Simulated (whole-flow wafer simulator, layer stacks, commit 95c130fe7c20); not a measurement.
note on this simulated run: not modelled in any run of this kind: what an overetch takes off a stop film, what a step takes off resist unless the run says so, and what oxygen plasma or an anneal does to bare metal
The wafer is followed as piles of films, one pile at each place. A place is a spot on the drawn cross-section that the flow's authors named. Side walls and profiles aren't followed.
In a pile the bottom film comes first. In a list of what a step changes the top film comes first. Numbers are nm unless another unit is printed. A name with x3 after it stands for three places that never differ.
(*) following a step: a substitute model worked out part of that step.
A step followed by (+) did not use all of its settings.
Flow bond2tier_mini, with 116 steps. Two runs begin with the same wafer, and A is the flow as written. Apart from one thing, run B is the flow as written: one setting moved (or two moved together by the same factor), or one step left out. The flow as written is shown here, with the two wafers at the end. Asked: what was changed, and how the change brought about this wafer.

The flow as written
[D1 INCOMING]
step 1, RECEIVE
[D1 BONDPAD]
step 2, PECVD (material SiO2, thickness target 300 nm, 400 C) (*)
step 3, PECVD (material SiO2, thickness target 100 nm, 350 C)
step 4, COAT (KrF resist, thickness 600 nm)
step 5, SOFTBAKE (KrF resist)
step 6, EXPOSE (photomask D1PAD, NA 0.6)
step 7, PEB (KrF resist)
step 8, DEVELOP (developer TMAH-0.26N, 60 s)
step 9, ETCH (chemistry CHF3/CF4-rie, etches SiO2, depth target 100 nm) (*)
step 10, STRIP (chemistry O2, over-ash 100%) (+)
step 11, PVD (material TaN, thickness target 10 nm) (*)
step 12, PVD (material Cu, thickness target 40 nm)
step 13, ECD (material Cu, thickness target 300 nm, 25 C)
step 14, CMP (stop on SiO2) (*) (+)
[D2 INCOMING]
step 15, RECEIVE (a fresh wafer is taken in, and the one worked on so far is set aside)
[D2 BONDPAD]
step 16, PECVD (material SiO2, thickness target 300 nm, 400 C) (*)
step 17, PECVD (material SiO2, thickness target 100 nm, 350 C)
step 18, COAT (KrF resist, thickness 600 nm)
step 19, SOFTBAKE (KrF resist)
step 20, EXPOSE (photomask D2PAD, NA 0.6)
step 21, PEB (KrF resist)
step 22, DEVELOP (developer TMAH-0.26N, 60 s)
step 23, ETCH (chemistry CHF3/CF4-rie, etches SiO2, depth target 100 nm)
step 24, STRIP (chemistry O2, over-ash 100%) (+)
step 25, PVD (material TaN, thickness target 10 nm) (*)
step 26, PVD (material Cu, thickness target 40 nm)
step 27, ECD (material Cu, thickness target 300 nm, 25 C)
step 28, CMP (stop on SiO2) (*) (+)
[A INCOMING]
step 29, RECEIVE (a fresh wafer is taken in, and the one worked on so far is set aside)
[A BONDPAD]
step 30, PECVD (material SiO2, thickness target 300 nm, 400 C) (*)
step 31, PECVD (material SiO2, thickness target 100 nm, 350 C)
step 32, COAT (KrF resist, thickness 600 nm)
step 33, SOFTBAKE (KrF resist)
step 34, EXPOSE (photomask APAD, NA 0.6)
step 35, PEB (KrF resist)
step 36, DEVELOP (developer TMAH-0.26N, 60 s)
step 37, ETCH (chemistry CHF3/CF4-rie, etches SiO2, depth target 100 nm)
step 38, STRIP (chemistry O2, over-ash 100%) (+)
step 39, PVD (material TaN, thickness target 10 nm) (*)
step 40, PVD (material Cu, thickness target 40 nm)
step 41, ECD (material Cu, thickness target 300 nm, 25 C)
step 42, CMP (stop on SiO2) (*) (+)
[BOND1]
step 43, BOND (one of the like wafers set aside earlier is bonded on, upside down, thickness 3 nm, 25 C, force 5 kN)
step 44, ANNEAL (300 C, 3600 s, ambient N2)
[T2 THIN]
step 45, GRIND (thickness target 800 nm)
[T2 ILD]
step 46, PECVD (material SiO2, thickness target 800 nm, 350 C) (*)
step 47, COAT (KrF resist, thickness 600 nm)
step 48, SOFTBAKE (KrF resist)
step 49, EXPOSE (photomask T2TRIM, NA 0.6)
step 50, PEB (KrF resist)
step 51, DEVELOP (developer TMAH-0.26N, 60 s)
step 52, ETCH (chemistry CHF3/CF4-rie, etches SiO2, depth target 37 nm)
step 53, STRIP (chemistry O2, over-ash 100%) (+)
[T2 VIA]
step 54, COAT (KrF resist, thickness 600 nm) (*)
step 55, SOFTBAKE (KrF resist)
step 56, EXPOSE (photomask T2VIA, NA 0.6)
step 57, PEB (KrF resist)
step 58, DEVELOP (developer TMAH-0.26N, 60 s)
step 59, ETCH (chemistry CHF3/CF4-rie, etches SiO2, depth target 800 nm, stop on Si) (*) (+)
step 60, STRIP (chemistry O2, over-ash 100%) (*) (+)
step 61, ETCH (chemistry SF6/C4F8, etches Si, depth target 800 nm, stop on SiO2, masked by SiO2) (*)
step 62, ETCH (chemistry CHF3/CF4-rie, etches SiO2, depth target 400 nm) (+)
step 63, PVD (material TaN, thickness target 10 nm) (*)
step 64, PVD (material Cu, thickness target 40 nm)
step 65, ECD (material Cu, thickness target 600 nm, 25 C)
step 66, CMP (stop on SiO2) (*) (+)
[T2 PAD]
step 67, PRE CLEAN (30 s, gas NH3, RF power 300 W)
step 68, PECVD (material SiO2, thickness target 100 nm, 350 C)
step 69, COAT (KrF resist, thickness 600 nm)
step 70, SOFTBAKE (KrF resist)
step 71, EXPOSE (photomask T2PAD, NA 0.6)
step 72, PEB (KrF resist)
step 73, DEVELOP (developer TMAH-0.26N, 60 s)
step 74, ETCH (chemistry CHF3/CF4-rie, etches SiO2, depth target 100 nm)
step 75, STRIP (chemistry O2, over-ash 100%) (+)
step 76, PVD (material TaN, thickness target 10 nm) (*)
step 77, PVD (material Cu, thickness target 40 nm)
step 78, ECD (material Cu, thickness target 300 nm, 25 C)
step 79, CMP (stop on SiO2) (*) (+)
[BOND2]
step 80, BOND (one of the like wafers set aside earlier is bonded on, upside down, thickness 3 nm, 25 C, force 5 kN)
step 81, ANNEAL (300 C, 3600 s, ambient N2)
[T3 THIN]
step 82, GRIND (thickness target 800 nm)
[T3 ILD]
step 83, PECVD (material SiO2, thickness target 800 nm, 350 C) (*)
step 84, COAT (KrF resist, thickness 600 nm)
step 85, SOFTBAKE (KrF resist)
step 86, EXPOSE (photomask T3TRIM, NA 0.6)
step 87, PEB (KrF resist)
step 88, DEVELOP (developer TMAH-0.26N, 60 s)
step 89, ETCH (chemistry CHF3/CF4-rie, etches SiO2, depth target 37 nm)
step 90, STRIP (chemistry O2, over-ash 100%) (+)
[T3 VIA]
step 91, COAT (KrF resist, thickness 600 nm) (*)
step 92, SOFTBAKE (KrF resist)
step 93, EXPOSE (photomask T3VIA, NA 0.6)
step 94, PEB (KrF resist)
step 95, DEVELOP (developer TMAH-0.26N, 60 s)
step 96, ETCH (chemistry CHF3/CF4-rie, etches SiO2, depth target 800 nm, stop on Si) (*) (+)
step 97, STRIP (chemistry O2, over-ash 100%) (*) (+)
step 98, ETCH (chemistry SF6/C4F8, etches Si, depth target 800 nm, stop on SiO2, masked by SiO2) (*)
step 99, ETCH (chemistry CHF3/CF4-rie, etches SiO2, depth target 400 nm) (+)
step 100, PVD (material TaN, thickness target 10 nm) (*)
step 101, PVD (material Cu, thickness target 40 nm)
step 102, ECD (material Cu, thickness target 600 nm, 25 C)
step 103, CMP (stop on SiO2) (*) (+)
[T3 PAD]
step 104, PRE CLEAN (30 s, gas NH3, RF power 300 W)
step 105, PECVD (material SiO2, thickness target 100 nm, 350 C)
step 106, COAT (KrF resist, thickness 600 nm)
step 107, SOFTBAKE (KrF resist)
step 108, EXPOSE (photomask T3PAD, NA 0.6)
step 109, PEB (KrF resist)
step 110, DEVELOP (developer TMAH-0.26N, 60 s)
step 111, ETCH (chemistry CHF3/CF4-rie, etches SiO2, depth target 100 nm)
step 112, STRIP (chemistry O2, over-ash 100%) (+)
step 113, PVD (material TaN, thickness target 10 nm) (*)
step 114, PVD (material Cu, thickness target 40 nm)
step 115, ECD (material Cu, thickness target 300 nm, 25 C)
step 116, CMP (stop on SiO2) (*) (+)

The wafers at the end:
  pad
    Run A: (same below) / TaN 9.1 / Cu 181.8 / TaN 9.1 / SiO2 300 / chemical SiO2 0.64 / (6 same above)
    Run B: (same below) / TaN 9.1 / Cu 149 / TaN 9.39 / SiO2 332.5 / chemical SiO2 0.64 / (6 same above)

The reason: step 23, ETCH: depth target 67.5 nm was run, while the flow as written has depth target 100 nm.

How this came from the change, step by step:
  step 23, ETCH (chemistry CHF3/CF4-rie, etches SiO2, depth target 100 nm)
      pad, via: A -100 SiO2 | B -67.5 SiO2
      field: A -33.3 KrF resist | B -22.5 KrF resist
  step 26, PVD (material Cu, thickness target 40 nm)
      pad: A +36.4 Cu (new film) | B +37.6 Cu (new film)
  step 27, ECD (material Cu, thickness target 300 nm, 25 C)
      pad: A +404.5 Cu | B +370.6 Cu
      via: A +400.2 Cu | B +367.6 Cu
  step 80, BOND (one of the like wafers set aside earlier is bonded on, upside down, thickness 3 nm, 25 C, force 5 kN)
      pad: A +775 um Si (new film), +0.64 chemical SiO2 (new film), +300 SiO2 (new film), +9.1 TaN (new film), +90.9 Cu | B +775 um Si (new film), +0.64 chemical SiO2 (new film), +332.5 SiO2 (new film), +9.39 TaN (new film), +58.1 Cu
